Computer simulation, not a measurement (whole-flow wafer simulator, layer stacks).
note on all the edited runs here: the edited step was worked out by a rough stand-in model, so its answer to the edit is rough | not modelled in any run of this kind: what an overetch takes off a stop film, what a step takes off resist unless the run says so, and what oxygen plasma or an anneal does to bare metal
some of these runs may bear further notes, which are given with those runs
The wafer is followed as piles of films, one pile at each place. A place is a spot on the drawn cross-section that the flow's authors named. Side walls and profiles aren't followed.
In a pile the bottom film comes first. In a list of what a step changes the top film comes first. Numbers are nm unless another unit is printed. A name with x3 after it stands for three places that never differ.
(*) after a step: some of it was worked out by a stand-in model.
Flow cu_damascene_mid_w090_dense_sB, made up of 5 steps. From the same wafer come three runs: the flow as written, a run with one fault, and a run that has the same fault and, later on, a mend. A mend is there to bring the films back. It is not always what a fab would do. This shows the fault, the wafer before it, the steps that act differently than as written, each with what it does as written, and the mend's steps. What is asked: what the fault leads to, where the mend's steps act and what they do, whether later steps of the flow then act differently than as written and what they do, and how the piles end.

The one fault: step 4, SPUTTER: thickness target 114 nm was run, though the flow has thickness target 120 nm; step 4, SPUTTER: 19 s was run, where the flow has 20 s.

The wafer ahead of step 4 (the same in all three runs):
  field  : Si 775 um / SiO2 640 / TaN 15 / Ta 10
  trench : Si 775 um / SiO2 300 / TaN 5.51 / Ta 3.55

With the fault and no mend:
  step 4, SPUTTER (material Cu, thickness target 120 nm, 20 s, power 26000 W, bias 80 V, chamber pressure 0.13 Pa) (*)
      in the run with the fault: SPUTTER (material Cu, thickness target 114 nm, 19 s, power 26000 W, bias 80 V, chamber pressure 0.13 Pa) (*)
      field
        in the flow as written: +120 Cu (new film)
        in the run with the fault: +114 Cu (new film)
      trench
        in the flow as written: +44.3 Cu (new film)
        in the run with the fault: +42.1 Cu (new film)
  Every later step of the flow that is run acts as written, at every place that is followed, to within 2% or 0.5 nm, whichever is larger.
  At field, the piles at the end differ from the flow's by more than 2% or 0.5 nm, whichever is larger.
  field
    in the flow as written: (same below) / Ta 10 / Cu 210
    in the run with the fault: (same below) / Ta 10 / Cu 204

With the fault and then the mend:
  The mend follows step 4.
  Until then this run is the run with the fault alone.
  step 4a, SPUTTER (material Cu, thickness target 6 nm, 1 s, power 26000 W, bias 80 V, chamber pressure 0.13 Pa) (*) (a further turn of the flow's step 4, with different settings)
      field
        +6 Cu
      trench
        +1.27 Cu
  Every later step of the flow that is run acts as written, at every place that is followed, to within 2% or 0.5 nm, whichever is larger.
  At every place that both follow, the piles at the end match the flow's.
